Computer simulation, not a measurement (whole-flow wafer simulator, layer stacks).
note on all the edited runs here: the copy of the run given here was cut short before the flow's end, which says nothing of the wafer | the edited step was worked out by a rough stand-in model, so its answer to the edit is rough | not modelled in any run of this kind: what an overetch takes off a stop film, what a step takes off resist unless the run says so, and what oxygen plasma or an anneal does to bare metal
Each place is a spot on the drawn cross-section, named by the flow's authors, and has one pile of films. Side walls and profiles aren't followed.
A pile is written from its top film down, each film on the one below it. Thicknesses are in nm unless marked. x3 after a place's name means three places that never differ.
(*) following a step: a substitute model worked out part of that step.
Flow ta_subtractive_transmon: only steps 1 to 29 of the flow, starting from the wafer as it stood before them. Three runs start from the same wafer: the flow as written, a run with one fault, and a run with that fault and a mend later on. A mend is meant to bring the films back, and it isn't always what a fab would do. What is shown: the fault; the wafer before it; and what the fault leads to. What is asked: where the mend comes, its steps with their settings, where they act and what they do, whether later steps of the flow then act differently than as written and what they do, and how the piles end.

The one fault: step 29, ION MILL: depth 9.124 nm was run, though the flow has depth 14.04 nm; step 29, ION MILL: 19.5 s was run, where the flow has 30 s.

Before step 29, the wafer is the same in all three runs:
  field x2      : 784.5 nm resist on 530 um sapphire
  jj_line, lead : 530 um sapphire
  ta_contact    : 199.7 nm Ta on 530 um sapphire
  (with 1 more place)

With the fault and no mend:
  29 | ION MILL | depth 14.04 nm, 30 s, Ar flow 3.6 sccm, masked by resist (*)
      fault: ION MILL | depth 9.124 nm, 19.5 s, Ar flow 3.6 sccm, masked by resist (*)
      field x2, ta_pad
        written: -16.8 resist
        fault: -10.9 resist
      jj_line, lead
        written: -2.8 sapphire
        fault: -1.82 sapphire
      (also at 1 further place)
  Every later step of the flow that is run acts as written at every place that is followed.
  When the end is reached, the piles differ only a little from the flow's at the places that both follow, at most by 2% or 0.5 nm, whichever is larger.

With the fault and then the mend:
  After step 29 comes the mend.
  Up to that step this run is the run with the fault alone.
  29a | ION MILL | depth 4.913 nm, 10.5 s, Ar flow 3.6 sccm, masked by resist (*) (the flow's step 29, run once more with other settings)
      field x2, ta_pad
        -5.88 resist
      jj_line, lead
        -0.98 sapphire
      ta_contact
        -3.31 Ta
  Every later step of the flow that is run acts as written at every place that is followed.
  The piles end the same as the flow's at every place that both follow.
